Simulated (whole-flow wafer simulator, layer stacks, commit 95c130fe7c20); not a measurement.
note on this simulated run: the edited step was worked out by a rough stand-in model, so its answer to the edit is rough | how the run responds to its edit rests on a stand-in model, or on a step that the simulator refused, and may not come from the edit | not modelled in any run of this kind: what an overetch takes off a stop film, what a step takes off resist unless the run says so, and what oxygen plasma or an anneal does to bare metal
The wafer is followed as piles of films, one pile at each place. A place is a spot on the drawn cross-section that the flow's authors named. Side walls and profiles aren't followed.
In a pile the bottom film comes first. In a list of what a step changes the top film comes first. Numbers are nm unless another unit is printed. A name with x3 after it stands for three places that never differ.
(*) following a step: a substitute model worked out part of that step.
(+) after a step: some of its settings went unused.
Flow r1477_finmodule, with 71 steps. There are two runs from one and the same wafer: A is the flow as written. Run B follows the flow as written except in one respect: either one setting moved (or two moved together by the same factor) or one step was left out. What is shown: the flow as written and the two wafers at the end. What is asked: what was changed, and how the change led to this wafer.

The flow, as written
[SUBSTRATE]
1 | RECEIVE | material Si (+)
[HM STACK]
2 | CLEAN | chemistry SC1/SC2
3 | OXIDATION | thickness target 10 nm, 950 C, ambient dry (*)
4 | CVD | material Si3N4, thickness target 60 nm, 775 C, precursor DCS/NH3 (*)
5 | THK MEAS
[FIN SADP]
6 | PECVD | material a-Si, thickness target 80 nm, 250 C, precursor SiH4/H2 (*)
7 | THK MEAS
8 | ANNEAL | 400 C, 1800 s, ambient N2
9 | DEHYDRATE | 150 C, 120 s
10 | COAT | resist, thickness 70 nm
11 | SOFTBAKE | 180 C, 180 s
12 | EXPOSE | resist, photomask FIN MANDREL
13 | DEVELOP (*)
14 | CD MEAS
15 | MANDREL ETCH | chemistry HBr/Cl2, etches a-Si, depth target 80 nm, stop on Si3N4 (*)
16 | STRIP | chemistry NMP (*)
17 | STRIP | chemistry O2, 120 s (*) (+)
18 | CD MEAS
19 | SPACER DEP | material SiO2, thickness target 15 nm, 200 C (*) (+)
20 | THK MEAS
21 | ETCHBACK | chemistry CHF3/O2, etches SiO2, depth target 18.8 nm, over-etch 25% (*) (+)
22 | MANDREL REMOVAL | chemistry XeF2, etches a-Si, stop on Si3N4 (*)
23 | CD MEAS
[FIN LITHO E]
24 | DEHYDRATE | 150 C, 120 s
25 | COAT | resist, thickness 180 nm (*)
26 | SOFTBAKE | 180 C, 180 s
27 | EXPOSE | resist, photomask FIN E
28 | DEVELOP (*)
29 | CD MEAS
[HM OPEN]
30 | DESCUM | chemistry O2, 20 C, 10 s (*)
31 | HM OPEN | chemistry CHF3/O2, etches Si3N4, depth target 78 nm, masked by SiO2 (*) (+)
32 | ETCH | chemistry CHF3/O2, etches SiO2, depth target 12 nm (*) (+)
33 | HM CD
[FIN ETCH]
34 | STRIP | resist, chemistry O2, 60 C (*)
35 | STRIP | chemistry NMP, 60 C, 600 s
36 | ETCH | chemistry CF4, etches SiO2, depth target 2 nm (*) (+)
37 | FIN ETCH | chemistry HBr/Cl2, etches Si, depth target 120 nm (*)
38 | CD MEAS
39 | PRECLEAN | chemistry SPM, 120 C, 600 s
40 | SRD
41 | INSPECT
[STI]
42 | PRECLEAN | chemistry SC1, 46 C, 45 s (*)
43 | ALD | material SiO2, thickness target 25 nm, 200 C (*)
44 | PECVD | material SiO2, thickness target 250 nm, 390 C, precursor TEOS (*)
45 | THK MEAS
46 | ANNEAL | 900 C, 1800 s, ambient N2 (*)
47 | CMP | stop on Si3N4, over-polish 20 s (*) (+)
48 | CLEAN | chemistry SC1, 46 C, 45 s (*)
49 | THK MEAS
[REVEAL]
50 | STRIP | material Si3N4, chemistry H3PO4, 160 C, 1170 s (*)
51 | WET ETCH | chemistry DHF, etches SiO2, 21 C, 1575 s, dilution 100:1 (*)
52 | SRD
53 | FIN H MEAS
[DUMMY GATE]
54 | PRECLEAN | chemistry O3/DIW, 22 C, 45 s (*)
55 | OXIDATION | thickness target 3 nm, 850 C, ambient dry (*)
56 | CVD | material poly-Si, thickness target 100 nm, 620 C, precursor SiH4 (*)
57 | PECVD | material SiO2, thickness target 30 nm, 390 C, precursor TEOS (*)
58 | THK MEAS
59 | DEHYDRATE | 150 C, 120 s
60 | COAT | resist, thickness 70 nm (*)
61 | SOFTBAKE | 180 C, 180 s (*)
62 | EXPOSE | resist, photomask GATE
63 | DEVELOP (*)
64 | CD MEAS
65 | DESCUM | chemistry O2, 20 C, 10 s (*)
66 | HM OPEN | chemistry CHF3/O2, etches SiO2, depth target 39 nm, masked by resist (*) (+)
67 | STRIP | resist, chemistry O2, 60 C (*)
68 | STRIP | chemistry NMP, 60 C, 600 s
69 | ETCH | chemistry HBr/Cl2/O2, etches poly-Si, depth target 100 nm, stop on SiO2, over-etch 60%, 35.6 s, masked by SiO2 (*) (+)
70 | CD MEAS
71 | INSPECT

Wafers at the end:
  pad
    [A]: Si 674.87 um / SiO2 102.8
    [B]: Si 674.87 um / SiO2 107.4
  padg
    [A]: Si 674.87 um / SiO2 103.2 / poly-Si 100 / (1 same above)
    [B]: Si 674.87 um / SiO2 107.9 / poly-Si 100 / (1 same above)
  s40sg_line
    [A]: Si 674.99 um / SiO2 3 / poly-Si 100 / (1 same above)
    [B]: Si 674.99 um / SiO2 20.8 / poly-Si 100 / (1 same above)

What caused this: step 55, OXIDATION: 1020 C was run, though the flow has 850 C.

Step by step, how the change led to this:
  55 | OXIDATION | thickness target 3 nm, 850 C, ambient dry (*)
      pad, padg, e40sg and 11 more: A +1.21 SiO2, -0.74 chemical SiO2 (all of it), -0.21 Si | B +5.84 SiO2, -0.74 chemical SiO2 (all of it), -2.24 Si
      s40cg, s45cg, s50cg, s40co, s45co, s50co: A +1.2 SiO2, -0.74 chemical SiO2 (all of it), -0.2 Si | B +5.7 SiO2, -0.74 chemical SiO2 (all of it), -2.18 Si
      (also at 8 further places)
  56 | CVD | material poly-Si, thickness target 100 nm, 620 C, precursor SiH4 (*)
      s40cg, s40co: A +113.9 poly-Si (new film) | B +123.4 poly-Si (new film)
      s45cg, s45co: A +113.4 poly-Si (new film) | B +123.4 poly-Si (new film)
      (also at 2 further places)
  60 | COAT | resist, thickness 70 nm (*)
      s40cg, s40co: A +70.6 resist (new film) | B +68.8 resist (new film)
      s40sg, s40so: A +91 resist (new film) | B +98.6 resist (new film)
      (also at 6 further places)
  63 | DEVELOP (*)
      s40co: A -70.6 resist (all of it) | B -68.8 resist (all of it)
      s40so: A -91 resist (all of it) | B -98.6 resist (all of it)
      (also at 3 further places)
  67 | STRIP | resist, chemistry O2, 60 C (*)
      e40sg: A -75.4 resist (all of it) | B -72.9 resist (all of it)
      e100sg: A -75.3 resist (all of it) | B -72.9 resist (all of it)
      (also at 6 further places)
  69 | ETCH | chemistry HBr/Cl2/O2, etches poly-Si, depth target 100 nm, stop on SiO2, over-etch 60%, 35.6 s, masked by SiO2 (*) (+)
      s40co: A -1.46 chemical SiO2 (all of it), -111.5 poly-Si (all of it), -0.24 SiO2 | B -1.44 chemical SiO2 (all of it), -121 poly-Si (all of it), -0.2 SiO2
      s45co: A -1.46 chemical SiO2 (all of it), -110.9 poly-Si (all of it), -0.25 SiO2 | B -1.44 chemical SiO2 (all of it), -121 poly-Si (all of it), -0.2 SiO2
      (also at 1 further place)
